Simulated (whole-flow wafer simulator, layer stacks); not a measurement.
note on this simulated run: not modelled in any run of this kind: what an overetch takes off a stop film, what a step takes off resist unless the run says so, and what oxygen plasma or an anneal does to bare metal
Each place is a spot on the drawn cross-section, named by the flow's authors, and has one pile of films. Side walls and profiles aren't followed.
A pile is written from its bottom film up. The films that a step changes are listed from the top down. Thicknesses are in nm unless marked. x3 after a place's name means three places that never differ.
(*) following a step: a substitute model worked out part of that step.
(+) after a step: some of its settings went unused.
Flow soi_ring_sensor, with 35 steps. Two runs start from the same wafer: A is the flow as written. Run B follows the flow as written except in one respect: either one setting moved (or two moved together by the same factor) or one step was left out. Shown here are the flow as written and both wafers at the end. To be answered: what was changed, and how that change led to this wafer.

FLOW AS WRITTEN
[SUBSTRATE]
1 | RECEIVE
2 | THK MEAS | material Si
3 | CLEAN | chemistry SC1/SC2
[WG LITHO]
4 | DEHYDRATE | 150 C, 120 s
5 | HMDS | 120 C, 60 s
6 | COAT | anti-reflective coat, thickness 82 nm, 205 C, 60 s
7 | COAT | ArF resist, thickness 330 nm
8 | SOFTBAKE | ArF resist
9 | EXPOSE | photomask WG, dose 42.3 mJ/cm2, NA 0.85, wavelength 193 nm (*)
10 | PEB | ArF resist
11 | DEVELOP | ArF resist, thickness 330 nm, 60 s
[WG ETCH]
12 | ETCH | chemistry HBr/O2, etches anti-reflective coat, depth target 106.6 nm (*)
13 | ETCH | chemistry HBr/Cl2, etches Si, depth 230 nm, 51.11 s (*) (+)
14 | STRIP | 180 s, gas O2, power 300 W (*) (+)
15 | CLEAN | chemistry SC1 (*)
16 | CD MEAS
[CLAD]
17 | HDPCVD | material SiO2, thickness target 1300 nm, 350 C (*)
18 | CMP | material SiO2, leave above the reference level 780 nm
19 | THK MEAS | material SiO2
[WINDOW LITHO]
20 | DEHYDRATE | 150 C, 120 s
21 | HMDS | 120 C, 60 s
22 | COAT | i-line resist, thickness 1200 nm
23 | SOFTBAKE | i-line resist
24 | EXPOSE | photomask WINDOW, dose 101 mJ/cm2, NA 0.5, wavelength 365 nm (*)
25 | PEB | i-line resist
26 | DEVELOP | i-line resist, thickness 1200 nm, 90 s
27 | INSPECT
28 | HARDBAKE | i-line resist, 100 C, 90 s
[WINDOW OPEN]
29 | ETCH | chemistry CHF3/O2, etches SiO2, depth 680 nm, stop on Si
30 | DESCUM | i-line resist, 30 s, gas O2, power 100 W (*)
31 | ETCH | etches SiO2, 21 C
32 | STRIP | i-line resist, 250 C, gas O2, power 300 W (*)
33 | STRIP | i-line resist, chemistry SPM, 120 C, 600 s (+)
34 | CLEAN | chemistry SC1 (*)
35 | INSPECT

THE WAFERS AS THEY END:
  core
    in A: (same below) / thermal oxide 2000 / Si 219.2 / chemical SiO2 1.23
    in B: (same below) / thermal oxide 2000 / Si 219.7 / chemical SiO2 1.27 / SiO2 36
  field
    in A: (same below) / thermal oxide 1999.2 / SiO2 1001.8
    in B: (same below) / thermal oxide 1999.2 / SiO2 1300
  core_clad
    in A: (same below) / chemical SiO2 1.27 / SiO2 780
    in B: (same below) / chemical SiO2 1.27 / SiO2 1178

The reason: step 18, CMP: leave above the reference level 1178 nm was run, whereas the flow has leave above the reference level 780 nm.
The wafer lets one read it off: core_clad has SiO2 1178, and step 18 as written asks for 780 nm.

Step by step, how the change led to this:
  18 | CMP | material SiO2, leave above the reference level 780 nm
      gap, window, field, gap_clad: A -298.2 SiO2 | B nothing
      core, core_clad: A -520 SiO2 | B -122 SiO2
  22 | COAT | i-line resist, thickness 1200 nm
      core, core_clad: A +1200 i-line resist (new film) | B +1113 i-line resist (new film)
  23 | SOFTBAKE | i-line resist
      core, core_clad: A nothing | B -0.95 i-line resist
      gap, gap_clad: A nothing | B -1.21 i-line resist
  25 | PEB | i-line resist
      core, core_clad: A -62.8 i-line resist | B -58 i-line resist
  26 | DEVELOP | i-line resist, thickness 1200 nm, 90 s
      core: A -1137.2 i-line resist (all of it) | B -1054 i-line resist (all of it)
  31 | ETCH | etches SiO2, 21 C
      core: A -100 SiO2 (all of it), -1.27 chemical SiO2 (all of it) | B -462 SiO2
  32 | STRIP | i-line resist, 250 C, gas O2, power 300 W (*)
      core: A +1.23 chemical SiO2 (new film), -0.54 Si | B nothing
      core_clad: A -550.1 i-line resist (all of it) | B -467.1 i-line resist (all of it)
